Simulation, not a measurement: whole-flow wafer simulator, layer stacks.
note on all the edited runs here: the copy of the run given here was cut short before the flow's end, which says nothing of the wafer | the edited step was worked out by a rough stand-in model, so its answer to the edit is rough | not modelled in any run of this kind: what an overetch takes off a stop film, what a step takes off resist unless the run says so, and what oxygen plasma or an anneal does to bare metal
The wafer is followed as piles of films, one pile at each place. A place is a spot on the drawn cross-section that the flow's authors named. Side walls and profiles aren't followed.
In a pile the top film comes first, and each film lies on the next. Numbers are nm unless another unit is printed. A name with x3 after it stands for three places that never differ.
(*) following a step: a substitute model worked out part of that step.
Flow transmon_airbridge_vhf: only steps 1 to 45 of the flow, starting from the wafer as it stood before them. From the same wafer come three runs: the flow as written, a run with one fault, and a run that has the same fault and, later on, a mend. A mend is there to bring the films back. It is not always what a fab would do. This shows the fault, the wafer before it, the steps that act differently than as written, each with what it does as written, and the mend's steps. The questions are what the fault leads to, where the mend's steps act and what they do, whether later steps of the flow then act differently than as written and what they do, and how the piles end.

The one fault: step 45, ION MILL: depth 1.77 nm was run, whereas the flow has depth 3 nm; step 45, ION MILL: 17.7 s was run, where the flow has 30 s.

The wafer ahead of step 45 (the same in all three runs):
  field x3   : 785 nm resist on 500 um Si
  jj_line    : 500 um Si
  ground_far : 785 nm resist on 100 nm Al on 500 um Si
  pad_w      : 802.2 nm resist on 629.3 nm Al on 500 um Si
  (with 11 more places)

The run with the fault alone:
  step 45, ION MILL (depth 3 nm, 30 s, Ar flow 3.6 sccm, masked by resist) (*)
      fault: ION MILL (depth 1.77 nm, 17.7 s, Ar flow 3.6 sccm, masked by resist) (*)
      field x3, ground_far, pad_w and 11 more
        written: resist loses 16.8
        fault: resist loses 9.9
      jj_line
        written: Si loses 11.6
        fault: Si loses 6.86
  Later steps of the flow that are run all act as written at every place that is followed.
  The piles end only slightly different from the flow's at the places that both follow, by no more than 2% or 0.5 nm, whichever is larger.

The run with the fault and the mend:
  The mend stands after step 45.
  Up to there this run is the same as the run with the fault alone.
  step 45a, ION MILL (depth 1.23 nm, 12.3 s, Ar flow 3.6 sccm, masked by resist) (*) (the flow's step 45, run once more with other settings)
      field x3, ground_far, pad_w and 11 more
        resist loses 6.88
      jj_line
        Si loses 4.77
  Later steps of the flow that are run all act as written at every place that is followed.
  The piles end the same as the flow's at every place that both follow.
